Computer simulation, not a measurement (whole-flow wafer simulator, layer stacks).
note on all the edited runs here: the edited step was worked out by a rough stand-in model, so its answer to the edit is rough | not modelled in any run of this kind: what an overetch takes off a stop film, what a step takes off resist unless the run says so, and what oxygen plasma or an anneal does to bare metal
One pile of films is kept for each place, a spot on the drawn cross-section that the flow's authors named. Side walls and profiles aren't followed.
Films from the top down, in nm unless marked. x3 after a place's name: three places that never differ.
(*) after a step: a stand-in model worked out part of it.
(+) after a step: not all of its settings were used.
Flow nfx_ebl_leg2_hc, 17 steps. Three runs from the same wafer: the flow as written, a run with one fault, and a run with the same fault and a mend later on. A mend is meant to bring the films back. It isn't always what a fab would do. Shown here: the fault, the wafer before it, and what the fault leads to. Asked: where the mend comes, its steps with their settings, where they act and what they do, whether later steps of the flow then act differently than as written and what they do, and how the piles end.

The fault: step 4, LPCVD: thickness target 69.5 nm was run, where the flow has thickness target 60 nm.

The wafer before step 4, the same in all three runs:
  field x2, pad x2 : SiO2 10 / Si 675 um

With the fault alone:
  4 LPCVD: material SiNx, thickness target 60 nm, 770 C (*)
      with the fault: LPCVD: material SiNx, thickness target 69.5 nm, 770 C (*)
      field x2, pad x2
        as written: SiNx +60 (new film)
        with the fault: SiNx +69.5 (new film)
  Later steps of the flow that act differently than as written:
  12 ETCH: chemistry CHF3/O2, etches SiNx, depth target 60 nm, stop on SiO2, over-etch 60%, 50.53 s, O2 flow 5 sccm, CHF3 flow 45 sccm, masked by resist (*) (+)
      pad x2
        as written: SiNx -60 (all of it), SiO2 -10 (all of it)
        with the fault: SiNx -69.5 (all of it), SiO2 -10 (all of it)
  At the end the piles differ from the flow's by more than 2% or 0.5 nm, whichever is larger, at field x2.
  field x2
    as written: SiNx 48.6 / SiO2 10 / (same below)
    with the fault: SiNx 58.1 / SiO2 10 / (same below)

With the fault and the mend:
  The mend comes after step 5.
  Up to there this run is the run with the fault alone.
  5a ETCH: chemistry h3po4, depth target 79.92 nm
      field x2, pad x2
        SiNx -69.5 (all of it)
  5b CLEAN: chemistry SC1/SC2 (the flow's step 2 once more)
      changes no film at any place that is followed
  5c LPCVD: material SiNx, thickness target 60 nm, 770 C (*) (the flow's step 4 once more)
      field x2, pad x2
        SiNx +60 (new film)
  No later step of the flow acts differently than as written at any place that is followed.
  At the end the piles are the same as the flow's at every place that both follow.
